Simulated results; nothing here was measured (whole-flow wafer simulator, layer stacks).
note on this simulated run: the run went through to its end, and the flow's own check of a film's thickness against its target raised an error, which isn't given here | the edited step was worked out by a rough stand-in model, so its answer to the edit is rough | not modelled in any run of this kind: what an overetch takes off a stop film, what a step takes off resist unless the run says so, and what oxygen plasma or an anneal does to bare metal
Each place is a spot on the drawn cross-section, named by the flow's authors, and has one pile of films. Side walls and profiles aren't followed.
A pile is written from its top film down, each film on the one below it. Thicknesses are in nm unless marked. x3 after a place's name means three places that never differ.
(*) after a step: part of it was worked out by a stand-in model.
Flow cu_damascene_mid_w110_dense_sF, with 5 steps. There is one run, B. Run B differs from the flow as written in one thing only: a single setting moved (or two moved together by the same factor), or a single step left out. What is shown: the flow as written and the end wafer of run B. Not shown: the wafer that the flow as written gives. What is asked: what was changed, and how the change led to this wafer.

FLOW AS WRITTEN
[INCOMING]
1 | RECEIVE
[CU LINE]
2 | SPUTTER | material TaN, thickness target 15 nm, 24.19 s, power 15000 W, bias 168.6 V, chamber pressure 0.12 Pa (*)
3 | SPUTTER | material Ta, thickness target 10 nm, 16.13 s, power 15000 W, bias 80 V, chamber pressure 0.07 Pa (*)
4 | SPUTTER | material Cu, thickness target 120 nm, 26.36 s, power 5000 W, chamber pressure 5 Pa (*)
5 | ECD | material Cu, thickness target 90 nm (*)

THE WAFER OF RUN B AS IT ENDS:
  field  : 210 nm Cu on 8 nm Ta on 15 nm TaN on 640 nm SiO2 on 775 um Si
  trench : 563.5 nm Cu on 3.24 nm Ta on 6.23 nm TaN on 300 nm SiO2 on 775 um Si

What caused this: step 3, SPUTTER: thickness target 8 nm was run, though the flow has thickness target 10 nm; step 3, SPUTTER: 12.9 s was run, where the flow has 16.13 s.
The wafer lets one read it off: field has Ta 8, and step 3 as written asks for 10 nm.

The path from the change to this, step by step:
  3 | SPUTTER | material Ta, thickness target 10 nm, 16.13 s, power 15000 W, bias 80 V, chamber pressure 0.07 Pa (*)
      field: +8 Ta (new film) (as written it would have been: +10 Ta (new film))
      trench: +3.24 Ta (new film) (as written it would have been: +4.05 Ta (new film))
